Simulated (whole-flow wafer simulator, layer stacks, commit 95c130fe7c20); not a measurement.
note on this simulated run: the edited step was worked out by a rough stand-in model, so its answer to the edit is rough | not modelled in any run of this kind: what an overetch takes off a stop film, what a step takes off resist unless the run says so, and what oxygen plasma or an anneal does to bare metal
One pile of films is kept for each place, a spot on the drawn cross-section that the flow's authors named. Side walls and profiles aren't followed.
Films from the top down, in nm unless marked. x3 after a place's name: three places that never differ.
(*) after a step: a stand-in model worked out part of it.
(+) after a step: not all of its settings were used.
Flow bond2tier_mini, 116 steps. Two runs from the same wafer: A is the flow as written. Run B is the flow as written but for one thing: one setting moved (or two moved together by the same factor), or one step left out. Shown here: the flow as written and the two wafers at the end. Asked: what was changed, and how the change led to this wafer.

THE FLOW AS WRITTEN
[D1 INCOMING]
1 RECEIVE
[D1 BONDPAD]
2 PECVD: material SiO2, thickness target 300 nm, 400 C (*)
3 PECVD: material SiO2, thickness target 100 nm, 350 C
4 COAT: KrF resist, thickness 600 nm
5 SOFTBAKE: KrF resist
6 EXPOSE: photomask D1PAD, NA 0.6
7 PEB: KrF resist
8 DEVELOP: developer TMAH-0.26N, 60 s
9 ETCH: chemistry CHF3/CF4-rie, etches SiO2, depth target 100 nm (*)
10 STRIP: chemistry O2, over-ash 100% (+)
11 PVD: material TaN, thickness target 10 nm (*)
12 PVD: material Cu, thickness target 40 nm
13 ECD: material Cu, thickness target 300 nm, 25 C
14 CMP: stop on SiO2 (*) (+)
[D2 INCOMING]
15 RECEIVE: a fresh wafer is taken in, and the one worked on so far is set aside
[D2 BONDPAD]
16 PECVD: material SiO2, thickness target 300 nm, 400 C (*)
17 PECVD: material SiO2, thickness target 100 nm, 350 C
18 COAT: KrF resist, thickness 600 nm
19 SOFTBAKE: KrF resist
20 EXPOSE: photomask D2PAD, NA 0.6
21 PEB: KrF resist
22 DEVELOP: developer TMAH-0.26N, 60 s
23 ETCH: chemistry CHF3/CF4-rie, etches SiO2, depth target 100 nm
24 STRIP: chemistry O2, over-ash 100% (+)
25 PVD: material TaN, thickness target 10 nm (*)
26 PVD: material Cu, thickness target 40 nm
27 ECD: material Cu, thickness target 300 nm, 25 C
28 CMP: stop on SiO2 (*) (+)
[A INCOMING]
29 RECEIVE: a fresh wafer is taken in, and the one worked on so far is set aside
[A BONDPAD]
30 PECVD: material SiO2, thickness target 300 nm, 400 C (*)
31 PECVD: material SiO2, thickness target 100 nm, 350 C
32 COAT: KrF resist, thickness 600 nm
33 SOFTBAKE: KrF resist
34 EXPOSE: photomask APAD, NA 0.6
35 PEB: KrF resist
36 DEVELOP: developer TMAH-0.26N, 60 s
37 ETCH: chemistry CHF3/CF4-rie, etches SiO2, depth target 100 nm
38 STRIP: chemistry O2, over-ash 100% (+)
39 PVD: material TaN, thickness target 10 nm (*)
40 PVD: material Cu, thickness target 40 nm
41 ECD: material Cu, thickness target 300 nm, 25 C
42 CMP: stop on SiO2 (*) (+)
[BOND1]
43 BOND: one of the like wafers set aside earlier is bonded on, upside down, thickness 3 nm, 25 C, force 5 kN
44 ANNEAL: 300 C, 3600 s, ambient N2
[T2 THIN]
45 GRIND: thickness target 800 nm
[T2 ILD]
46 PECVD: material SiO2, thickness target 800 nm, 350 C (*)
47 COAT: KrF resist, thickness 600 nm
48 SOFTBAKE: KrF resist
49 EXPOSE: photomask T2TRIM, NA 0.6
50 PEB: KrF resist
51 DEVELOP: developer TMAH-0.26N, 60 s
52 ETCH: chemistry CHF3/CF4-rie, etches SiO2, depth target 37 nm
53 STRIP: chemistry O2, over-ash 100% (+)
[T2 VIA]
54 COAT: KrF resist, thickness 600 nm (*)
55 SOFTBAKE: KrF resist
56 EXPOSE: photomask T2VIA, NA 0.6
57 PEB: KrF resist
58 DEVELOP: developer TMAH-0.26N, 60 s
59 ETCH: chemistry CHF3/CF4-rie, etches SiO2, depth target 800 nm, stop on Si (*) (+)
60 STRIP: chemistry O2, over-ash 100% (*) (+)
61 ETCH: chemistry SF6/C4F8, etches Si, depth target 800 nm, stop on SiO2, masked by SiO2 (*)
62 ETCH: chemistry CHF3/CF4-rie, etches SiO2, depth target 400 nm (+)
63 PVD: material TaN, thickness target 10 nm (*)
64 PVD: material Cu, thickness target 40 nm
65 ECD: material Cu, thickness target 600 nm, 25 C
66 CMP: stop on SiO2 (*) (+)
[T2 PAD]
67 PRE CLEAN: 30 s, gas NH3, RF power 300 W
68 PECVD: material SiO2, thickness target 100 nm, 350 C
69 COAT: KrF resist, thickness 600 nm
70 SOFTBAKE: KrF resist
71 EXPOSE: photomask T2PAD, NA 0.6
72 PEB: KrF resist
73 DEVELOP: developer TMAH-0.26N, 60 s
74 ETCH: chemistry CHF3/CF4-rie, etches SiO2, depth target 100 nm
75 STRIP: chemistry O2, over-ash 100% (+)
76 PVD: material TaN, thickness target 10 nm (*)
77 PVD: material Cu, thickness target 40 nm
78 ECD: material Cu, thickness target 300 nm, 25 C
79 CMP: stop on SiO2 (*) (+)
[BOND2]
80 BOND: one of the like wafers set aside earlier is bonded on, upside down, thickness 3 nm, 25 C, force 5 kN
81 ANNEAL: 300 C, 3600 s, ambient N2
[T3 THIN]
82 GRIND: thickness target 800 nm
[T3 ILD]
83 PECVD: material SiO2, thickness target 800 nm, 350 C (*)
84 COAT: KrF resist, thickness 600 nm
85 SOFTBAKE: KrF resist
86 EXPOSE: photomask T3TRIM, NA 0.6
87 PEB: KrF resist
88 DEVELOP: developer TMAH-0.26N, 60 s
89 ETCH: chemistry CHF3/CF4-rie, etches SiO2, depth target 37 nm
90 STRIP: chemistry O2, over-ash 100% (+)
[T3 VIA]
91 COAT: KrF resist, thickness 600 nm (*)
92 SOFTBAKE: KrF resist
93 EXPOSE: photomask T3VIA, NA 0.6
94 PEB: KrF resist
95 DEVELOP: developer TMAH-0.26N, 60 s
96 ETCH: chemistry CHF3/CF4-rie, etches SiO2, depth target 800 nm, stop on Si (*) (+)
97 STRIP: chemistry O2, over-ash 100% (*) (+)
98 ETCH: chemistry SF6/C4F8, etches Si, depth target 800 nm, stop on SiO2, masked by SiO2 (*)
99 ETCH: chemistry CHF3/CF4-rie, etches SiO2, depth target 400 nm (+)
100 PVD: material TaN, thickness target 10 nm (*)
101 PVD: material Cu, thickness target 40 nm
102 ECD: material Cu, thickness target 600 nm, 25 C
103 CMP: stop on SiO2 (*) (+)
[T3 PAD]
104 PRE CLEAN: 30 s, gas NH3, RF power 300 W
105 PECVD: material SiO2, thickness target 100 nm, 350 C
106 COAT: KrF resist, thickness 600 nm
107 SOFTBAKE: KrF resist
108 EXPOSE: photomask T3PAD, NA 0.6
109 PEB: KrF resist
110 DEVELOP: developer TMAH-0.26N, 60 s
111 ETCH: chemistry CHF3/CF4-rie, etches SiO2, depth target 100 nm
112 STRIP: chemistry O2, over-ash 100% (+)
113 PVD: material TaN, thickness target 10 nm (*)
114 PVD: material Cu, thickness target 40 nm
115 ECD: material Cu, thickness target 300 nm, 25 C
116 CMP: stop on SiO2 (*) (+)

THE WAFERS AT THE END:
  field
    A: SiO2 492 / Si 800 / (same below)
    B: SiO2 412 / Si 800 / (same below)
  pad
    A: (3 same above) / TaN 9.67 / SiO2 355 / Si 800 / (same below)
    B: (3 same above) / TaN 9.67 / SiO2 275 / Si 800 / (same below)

The cause: step 83, PECVD: thickness target 720 nm was run, where the flow has thickness target 800 nm.

How the change led to this, step by step:
  83 PECVD: material SiO2, thickness target 800 nm, 350 C (*)
      field, pad: A SiO2 +800 (new film) | B SiO2 +720 (new film)
